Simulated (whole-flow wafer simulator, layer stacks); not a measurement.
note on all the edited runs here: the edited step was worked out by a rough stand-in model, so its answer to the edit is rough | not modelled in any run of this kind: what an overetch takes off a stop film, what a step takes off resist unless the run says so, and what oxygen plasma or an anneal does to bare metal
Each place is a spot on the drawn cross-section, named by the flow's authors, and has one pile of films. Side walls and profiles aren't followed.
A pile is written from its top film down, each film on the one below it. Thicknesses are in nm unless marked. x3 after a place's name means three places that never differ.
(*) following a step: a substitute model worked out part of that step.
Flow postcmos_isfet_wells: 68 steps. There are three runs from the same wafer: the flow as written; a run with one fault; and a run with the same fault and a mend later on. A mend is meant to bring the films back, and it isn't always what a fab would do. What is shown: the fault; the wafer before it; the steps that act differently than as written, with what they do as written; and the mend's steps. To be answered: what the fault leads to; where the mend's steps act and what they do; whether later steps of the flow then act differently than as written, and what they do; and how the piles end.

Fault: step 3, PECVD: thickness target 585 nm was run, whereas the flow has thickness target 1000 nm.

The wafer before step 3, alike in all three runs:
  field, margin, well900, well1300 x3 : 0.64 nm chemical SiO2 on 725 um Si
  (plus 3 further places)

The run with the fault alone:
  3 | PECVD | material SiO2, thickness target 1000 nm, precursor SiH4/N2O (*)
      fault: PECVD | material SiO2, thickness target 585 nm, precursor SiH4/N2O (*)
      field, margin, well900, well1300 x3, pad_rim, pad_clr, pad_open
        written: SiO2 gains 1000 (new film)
        fault: SiO2 gains 585 (new film)
  Every later step of the flow that is run acts as written at every place that is followed.
  The piles end different from the flow's at field, margin, well900, well1300 x3, pad_rim, pad_clr, pad_open by more than 2% or 0.5 nm, whichever is larger.
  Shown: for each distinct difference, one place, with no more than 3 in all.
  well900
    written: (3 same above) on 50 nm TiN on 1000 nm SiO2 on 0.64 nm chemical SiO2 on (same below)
    fault: (3 same above) on 50 nm TiN on 585 nm SiO2 on 0.64 nm chemical SiO2 on (same below)
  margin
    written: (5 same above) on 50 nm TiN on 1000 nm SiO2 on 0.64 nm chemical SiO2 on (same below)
    fault: (5 same above) on 50 nm TiN on 585 nm SiO2 on 0.64 nm chemical SiO2 on (same below)
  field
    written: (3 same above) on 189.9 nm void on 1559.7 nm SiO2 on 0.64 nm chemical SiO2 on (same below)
    fault: (3 same above) on 189.9 nm void on 1144.7 nm SiO2 on 0.64 nm chemical SiO2 on (same below)

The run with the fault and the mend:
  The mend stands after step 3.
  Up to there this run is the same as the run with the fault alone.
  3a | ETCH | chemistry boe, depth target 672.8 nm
      field, margin, well900, well1300 x3, pad_rim, pad_clr, pad_open
        SiO2 loses 585 (all of it), chemical SiO2 loses 0.64 (all of it)
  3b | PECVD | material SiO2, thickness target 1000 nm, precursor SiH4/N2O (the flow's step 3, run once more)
      field, margin, well900, well1300 x3, pad_rim, pad_clr, pad_open
        SiO2 gains 1000 (new film)
  Every later step of the flow that is run acts as written at every place that is followed.
  The piles end different from the flow's at field, margin, well900, well1300 x3, pad_rim, pad_clr, pad_open by more than 2% or 0.5 nm, whichever is larger.
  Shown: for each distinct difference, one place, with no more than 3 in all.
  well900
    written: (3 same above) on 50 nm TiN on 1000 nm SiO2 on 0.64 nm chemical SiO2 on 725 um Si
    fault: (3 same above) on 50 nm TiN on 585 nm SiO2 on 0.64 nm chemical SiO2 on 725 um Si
    mend: (3 same above) on 50 nm TiN on 1000 nm SiO2 on 725 um Si
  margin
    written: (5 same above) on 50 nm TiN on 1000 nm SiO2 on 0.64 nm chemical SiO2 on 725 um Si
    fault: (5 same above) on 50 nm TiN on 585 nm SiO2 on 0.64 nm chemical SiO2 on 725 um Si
    mend: (5 same above) on 50 nm TiN on 1000 nm SiO2 on 725 um Si
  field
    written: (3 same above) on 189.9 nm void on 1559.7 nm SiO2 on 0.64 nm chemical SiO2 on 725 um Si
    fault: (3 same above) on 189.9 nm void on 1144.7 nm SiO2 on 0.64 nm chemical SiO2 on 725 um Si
    mend: (3 same above) on 189.9 nm void on 1559.7 nm SiO2 on 725 um Si
